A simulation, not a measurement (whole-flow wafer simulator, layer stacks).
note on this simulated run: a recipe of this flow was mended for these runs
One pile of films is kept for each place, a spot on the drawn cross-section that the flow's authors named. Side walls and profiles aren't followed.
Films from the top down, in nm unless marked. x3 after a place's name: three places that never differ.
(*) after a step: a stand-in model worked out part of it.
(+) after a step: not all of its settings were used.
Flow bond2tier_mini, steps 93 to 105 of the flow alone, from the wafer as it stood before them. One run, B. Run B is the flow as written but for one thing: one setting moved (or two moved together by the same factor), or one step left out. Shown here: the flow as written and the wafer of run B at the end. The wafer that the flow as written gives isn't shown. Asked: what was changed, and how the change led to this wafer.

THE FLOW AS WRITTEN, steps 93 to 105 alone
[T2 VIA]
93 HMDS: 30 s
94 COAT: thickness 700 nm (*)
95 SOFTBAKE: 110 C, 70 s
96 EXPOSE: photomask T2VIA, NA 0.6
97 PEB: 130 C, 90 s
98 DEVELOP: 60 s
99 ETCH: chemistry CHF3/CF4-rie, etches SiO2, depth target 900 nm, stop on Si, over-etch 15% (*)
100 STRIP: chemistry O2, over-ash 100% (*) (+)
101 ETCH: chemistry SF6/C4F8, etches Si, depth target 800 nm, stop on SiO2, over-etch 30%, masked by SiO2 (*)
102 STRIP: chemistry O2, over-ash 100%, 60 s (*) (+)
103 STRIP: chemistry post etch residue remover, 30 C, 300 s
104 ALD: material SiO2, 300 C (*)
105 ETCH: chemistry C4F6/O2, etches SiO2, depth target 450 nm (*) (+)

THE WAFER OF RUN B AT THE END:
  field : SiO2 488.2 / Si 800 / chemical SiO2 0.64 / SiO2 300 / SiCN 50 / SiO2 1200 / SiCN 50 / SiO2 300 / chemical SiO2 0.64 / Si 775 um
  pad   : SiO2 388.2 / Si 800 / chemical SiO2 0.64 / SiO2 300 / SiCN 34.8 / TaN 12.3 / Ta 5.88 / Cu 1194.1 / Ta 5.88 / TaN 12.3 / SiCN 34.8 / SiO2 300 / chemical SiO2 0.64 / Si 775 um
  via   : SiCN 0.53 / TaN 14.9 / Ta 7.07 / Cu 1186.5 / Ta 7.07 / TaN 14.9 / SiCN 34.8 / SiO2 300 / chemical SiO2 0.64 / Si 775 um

The cause: step 105, ETCH: depth target 551.5 nm was run, where the flow has depth target 450 nm.

How the change led to this, step by step:
  105 ETCH: chemistry C4F6/O2, etches SiO2, depth target 450 nm (*) (+)
      field, pad: SiO2 -551.5 (as written it would be: SiO2 -450)
      via: SiO2 -348.1 (all of it), SiCN -34.3 (as written it would be: SiO2 -348.1 (all of it), SiCN -17.2)
